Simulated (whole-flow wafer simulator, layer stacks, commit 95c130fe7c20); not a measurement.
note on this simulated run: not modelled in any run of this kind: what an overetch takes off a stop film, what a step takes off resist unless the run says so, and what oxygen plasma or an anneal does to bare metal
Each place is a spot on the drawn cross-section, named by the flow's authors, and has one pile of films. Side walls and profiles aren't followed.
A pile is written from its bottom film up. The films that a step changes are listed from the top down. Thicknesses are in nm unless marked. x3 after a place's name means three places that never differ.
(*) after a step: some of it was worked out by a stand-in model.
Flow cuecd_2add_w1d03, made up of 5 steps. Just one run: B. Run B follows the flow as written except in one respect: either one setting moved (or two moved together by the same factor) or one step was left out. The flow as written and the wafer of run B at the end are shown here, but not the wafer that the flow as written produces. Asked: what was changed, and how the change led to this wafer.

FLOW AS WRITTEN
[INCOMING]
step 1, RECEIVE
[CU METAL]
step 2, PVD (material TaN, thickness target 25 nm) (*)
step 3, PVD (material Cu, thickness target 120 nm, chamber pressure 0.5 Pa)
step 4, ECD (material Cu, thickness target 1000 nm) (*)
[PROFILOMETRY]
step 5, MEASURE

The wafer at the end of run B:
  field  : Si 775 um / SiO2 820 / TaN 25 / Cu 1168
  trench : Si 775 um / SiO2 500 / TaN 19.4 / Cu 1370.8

The reason: step 3, PVD: thickness target 168 nm was run, whereas the flow has thickness target 120 nm.

Step by step, how the change led to this:
  step 3, PVD (material Cu, thickness target 120 nm, chamber pressure 0.5 Pa)
      field: +168 Cu (new film) (as written it would have been: +120 Cu (new film))
      trench: +130.7 Cu (new film) (as written it would have been: +93.4 Cu (new film))
